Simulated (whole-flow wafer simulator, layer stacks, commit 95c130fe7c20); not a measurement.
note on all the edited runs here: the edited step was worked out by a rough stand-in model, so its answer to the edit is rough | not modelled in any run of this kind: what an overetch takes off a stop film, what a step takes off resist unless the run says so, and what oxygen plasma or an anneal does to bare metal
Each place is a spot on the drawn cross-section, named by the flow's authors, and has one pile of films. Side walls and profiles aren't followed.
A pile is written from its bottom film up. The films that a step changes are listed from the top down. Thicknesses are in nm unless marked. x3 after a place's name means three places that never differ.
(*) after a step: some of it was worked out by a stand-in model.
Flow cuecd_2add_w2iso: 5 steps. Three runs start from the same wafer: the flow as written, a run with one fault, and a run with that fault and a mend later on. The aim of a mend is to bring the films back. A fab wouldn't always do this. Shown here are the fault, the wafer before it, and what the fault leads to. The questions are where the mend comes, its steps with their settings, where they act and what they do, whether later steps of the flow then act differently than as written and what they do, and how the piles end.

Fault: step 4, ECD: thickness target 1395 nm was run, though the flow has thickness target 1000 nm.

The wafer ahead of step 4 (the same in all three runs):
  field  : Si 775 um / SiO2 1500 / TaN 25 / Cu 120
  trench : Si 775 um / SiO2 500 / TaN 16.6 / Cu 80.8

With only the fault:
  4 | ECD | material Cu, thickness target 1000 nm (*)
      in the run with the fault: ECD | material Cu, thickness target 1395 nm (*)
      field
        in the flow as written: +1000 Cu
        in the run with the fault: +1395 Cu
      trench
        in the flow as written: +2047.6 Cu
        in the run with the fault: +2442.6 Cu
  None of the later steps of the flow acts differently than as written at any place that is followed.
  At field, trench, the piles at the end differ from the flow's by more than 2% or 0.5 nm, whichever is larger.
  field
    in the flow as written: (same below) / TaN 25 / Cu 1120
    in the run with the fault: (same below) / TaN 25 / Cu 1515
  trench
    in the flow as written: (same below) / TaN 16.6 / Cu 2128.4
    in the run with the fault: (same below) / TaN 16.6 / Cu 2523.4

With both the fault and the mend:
  After step 5 comes the mend.
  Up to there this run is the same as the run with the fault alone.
  5a | ETCH | chemistry cu recess dil, depth target 395 nm
      field, trench
        -395 Cu
  None of the later steps of the flow acts differently than as written at any place that is followed.
  The piles end the same as the flow's at every place that both follow.
